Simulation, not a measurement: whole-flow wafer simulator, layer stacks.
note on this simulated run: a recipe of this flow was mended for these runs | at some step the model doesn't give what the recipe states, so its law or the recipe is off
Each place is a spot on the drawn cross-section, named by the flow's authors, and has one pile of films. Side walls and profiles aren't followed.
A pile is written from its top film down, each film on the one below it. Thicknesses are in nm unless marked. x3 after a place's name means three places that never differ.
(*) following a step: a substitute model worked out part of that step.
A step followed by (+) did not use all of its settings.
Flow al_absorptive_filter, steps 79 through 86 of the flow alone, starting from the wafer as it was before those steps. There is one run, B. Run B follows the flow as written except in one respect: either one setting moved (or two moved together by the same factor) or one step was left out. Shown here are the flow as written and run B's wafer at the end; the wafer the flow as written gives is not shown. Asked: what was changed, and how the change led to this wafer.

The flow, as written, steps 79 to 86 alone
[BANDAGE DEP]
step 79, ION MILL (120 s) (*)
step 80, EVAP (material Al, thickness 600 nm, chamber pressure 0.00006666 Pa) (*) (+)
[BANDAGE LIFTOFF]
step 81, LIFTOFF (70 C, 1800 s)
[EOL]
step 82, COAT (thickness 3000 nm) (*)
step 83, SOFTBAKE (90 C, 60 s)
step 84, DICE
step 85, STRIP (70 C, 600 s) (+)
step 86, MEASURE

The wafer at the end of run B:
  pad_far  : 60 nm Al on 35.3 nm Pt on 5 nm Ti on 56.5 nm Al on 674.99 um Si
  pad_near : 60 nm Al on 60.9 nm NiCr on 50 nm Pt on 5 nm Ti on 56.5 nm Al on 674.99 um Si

Cause: step 80, EVAP: thickness 60 nm was run, whereas the flow has thickness 600 nm.
One can read it off the wafer: pad_far has Al 60, and step 80 as written asks for 600 nm.

How this came from the change, step by step:
  step 80, EVAP (material Al, thickness 600 nm, chamber pressure 0.00006666 Pa) (*) (+)
      gnd, pad_far, pad_near and 11 more: Al gains 60 (new film) (it would be, as written: Al gains 600 (new film))
  step 81, LIFTOFF (70 C, 1800 s)
      xa_field, xl_land, idc_field: Al loses 60 (all of it), i-line-resist loses 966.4 (all of it), lift-off-underlayer loses 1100 (all of it), acrylic-e-beam-resist loses 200 (all of it) (it would be, as written: Al loses 600 (all of it), i-line-resist loses 966.4 (all of it), lift-off-underlayer loses 1100 (all of it), acrylic-e-beam-resist loses 200 (all of it))
      gnd: Al loses 60 (all of it), i-line-resist loses 968.3 (all of it), lift-off-underlayer loses 1103.3 (all of it), acrylic-e-beam-resist loses 200.9 (all of it) (it would be, as written: Al loses 600 (all of it), i-line-resist loses 968.3 (all of it), lift-off-underlayer loses 1103.3 (all of it), acrylic-e-beam-resist loses 200.9 (all of it))
      (also at 8 further places)
  step 82, COAT (thickness 3000 nm) (*)
      gnd: i-line-resist gains 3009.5 (new film) (it would be, as written: i-line-resist gains 3084.4 (new film))
      pad_far: i-line-resist gains 2961.3 (new film) (it would be, as written: i-line-resist gains 2560.9 (new film))
      (also at 3 further places)
  step 83, SOFTBAKE (90 C, 60 s)
      gnd: i-line-resist gains 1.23 (it would be, as written: i-line-resist gains 6.13)
      pad_far: i-line-resist loses 4.6 (it would be, as written: i-line-resist loses 44.2)
      (also at 3 further places)
  step 85, STRIP (70 C, 600 s) (+)
      gnd: i-line-resist loses 3010.8 (all of it) (it would be, as written: i-line-resist loses 3090.5 (all of it))
      pad_far: i-line-resist loses 2956.7 (all of it) (it would be, as written: i-line-resist loses 2516.7 (all of it))
      (also at 3 further places)
